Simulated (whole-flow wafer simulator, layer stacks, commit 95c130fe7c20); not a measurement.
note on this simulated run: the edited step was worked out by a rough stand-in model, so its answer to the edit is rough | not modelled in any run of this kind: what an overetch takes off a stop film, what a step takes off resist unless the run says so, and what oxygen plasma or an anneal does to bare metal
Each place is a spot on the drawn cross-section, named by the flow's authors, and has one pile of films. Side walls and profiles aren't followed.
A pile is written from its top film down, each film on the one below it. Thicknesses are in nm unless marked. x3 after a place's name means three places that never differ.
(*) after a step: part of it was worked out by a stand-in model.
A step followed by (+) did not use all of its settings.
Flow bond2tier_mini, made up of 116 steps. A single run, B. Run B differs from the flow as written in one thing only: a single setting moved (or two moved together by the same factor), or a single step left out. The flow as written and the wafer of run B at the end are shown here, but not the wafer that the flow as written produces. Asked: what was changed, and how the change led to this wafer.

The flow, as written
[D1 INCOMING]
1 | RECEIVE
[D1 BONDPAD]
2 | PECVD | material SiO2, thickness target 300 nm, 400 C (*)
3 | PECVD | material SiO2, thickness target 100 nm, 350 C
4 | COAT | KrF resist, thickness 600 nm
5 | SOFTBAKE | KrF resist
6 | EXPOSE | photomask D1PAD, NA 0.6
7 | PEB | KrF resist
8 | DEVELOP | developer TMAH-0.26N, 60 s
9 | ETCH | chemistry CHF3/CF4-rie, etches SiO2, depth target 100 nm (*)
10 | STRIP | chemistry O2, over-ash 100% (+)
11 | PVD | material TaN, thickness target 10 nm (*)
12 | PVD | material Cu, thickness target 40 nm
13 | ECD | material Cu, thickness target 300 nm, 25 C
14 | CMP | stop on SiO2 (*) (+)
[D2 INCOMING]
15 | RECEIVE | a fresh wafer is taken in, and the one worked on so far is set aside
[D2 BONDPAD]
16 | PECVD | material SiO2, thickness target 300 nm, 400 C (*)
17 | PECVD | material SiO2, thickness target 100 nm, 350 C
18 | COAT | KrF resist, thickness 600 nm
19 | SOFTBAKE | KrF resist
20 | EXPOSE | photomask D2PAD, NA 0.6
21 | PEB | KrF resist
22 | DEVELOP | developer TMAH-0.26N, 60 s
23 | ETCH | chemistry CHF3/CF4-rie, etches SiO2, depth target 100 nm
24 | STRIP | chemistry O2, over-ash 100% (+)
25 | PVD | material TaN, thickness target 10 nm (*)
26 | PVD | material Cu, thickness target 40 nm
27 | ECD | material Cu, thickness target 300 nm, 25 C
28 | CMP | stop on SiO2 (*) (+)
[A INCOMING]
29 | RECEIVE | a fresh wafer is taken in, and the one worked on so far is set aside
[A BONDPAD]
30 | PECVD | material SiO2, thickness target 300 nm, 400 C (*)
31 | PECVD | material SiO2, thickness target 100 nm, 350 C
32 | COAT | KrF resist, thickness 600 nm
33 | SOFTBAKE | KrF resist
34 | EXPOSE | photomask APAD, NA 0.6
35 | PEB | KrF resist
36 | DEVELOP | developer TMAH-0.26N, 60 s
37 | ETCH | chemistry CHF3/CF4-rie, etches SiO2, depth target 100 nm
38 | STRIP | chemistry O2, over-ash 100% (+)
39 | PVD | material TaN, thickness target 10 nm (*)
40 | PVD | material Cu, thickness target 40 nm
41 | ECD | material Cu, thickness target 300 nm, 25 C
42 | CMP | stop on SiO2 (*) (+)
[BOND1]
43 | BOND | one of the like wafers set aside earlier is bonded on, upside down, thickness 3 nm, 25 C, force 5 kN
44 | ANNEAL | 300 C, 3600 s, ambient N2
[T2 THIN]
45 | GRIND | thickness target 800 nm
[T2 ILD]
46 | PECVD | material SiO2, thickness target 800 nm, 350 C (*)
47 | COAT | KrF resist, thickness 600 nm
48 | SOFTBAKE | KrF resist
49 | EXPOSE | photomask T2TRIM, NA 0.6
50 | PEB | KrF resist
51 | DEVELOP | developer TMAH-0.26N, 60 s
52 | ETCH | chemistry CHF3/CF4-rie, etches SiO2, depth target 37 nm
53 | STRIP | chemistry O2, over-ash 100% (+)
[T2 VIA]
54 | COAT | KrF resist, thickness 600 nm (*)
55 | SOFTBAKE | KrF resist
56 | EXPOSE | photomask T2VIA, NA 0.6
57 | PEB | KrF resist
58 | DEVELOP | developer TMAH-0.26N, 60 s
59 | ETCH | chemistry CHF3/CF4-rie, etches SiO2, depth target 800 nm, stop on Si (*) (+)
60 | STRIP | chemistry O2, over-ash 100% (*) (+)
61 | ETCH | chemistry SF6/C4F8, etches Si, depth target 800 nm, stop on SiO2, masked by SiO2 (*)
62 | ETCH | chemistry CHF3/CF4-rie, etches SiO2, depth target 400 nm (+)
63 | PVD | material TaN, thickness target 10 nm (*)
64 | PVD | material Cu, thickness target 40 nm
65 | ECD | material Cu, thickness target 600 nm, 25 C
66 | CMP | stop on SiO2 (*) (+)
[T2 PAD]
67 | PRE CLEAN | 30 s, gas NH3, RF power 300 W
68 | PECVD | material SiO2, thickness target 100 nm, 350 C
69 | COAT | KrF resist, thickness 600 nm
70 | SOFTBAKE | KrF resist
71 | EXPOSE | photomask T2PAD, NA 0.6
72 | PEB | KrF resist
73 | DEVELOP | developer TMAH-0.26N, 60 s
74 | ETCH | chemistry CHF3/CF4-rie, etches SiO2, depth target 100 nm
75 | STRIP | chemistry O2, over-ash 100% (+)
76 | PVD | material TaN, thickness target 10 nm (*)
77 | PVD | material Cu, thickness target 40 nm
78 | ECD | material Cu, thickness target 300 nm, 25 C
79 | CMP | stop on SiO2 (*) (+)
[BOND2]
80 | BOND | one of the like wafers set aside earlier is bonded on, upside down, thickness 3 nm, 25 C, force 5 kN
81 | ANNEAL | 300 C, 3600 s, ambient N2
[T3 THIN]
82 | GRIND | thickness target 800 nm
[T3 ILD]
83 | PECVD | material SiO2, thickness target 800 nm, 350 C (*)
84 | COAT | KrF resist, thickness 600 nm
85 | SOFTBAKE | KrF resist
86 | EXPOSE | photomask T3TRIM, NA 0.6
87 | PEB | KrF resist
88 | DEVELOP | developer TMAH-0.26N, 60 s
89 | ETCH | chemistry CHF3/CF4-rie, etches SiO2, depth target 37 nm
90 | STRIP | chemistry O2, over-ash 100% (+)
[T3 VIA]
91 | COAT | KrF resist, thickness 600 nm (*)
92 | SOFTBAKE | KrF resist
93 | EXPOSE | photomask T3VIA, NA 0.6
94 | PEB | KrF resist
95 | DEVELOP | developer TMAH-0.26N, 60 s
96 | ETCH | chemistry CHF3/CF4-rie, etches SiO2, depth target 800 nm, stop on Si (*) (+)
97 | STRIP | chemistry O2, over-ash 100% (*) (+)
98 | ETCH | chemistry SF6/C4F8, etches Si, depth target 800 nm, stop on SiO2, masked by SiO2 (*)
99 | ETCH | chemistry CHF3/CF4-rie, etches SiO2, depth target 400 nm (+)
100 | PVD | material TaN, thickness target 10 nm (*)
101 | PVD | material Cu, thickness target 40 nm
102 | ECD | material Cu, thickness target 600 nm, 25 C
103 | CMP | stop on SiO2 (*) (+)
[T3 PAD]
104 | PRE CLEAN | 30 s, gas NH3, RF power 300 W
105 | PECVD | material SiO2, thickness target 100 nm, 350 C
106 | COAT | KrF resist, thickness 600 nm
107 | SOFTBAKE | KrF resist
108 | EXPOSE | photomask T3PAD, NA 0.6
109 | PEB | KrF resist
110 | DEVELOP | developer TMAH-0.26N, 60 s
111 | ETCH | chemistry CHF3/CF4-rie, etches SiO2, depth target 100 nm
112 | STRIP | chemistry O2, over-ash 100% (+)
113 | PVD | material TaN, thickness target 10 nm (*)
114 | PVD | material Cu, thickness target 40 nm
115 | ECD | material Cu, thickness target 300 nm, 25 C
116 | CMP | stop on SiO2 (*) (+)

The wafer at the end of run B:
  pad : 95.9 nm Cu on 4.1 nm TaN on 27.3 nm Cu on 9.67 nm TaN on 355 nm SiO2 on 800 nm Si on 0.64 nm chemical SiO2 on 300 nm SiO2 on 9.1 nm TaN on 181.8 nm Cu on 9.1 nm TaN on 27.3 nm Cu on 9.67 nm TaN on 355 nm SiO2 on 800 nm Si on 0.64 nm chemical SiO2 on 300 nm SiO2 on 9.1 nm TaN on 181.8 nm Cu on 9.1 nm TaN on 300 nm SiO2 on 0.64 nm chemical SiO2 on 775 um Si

The reason: step 113, PVD: thickness target 4.5 nm was run, whereas the flow has thickness target 10 nm.

Step by step, how the change led to this:
  113 | PVD | material TaN, thickness target 10 nm (*)
      field: TaN gains 4.5 (new film) (in the flow as written it would be: TaN gains 10 (new film))
      pad: TaN gains 4.1 (new film) (in the flow as written it would be: TaN gains 9.1 (new film))
  116 | CMP | stop on SiO2 (*) (+)
      field: Cu loses 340 (all of it), TaN loses 4.5 (all of it) (in the flow as written it would be: Cu loses 340 (all of it), TaN loses 10 (all of it))
